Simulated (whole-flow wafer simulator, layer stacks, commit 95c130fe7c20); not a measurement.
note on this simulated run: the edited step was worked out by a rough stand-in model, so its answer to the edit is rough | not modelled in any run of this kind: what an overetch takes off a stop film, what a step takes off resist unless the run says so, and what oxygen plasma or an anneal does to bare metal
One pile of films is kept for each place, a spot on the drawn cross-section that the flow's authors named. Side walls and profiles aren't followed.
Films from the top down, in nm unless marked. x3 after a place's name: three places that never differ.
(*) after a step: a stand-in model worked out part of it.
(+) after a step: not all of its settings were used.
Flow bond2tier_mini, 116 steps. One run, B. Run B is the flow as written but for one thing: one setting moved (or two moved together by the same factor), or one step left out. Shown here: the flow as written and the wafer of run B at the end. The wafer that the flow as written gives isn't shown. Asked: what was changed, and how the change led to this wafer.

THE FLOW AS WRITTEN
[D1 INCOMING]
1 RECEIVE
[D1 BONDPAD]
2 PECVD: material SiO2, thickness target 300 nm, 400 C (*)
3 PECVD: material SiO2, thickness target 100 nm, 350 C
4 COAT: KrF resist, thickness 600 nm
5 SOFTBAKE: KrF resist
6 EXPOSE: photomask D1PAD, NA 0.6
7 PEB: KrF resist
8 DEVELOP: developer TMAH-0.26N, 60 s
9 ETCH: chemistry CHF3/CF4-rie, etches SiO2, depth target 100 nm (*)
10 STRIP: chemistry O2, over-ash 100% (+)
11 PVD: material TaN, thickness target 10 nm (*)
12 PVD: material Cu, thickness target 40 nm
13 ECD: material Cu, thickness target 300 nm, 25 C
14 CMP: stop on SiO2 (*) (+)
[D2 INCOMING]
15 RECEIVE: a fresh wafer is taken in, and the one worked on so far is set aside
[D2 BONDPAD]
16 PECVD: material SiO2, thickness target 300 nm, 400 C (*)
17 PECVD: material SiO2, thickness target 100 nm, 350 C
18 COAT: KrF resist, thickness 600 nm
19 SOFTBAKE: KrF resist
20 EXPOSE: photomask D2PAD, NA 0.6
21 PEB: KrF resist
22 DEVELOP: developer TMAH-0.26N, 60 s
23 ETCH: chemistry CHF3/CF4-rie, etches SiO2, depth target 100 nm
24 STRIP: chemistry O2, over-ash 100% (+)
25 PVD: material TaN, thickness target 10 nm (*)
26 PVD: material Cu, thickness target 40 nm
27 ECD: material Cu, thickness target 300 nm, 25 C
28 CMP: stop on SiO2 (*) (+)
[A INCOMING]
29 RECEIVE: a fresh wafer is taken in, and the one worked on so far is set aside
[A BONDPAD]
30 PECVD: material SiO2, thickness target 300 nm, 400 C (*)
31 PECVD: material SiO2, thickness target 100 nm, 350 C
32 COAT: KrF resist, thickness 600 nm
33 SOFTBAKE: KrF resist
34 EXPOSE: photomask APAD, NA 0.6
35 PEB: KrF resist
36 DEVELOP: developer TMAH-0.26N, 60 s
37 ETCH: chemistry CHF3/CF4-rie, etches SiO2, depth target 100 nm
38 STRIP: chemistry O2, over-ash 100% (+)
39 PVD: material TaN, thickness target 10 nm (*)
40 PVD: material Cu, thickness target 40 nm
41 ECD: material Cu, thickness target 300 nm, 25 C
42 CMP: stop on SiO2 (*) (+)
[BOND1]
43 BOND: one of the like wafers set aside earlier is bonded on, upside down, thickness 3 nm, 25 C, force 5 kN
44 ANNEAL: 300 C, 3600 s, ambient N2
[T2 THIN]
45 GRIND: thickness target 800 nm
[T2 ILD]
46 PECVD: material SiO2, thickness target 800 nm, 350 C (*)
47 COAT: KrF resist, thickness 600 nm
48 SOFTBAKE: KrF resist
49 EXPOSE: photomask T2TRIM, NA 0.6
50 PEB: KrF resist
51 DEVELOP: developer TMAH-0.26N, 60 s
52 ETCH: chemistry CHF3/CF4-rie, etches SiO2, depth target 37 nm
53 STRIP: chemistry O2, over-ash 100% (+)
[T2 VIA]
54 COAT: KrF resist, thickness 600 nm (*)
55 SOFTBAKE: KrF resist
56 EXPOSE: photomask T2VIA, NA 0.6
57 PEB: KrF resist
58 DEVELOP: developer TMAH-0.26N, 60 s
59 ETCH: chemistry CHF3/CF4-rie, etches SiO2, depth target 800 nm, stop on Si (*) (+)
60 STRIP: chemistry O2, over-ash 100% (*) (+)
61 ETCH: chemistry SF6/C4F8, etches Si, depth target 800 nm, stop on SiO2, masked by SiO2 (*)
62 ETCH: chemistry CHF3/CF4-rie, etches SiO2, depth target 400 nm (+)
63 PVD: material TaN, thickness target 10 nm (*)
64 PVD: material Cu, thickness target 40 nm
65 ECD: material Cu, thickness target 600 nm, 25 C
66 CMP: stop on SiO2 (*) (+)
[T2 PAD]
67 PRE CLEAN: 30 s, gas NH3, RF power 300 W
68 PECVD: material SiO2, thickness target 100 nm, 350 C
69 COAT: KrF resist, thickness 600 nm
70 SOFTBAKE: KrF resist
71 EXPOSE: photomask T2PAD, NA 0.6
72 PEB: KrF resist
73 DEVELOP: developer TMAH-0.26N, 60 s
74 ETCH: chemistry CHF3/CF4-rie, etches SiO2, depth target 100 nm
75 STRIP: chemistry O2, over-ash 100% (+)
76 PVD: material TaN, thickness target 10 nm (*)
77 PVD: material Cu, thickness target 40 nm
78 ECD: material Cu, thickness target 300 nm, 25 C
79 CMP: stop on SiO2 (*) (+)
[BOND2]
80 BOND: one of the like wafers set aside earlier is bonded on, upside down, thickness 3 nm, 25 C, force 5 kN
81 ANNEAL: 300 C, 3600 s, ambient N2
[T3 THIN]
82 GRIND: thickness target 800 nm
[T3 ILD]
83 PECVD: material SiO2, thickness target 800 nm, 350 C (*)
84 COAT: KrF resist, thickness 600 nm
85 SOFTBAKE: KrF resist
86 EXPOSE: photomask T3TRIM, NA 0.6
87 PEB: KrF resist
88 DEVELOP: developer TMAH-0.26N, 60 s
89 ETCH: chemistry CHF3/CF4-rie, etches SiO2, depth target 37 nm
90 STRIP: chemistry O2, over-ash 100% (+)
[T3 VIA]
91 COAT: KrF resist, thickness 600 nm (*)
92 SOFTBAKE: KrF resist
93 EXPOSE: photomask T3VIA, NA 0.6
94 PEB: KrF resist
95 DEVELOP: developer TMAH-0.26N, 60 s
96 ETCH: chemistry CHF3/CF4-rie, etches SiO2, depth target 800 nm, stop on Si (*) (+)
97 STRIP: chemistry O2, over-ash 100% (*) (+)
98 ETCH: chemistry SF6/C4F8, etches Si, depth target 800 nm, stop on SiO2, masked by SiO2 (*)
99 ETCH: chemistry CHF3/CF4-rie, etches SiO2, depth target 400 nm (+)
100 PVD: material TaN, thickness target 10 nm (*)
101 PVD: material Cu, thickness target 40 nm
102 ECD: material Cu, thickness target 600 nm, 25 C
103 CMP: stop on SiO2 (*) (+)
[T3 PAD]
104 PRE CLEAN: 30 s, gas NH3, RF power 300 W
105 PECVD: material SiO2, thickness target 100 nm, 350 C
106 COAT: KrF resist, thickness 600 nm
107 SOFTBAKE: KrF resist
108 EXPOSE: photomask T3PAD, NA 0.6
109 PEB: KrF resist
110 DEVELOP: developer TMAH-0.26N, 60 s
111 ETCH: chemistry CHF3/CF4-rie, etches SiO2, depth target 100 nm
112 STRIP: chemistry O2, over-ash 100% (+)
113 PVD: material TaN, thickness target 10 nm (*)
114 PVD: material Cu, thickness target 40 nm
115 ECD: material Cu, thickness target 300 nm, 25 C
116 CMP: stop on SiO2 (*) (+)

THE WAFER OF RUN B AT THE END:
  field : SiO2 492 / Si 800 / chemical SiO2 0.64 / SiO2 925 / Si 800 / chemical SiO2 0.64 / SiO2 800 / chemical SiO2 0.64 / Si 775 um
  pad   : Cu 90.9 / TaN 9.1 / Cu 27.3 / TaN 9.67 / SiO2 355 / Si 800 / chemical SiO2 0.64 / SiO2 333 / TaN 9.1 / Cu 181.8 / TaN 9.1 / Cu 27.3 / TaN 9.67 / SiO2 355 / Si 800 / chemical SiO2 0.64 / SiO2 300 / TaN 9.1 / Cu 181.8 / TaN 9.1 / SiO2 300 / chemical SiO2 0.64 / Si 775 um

The cause: step 16, PECVD: thickness target 333 nm was run, where the flow has thickness target 300 nm.
It can be read off the wafer: pad has SiO2 333, and step 16 as written asks for 300 nm.

How the change led to this, step by step:
  16 PECVD: material SiO2, thickness target 300 nm, 400 C (*)
      field, pad, via: SiO2 +333 (new film) (as written it would be: SiO2 +300 (new film))
  80 BOND: one of the like wafers set aside earlier is bonded on, upside down, thickness 3 nm, 25 C, force 5 kN
      field: Si +775 um (new film), chemical SiO2 +0.64 (new film), SiO2 +433 (as written it would be: Si +775 um (new film), chemical SiO2 +0.64 (new film), SiO2 +400)
      pad: Si +775 um (new film), chemical SiO2 +0.64 (new film), SiO2 +333 (new film), TaN +9.1 (new film), Cu +90.9 (as written it would be: Si +775 um (new film), chemical SiO2 +0.64 (new film), SiO2 +300 (new film), TaN +9.1 (new film), Cu +90.9)
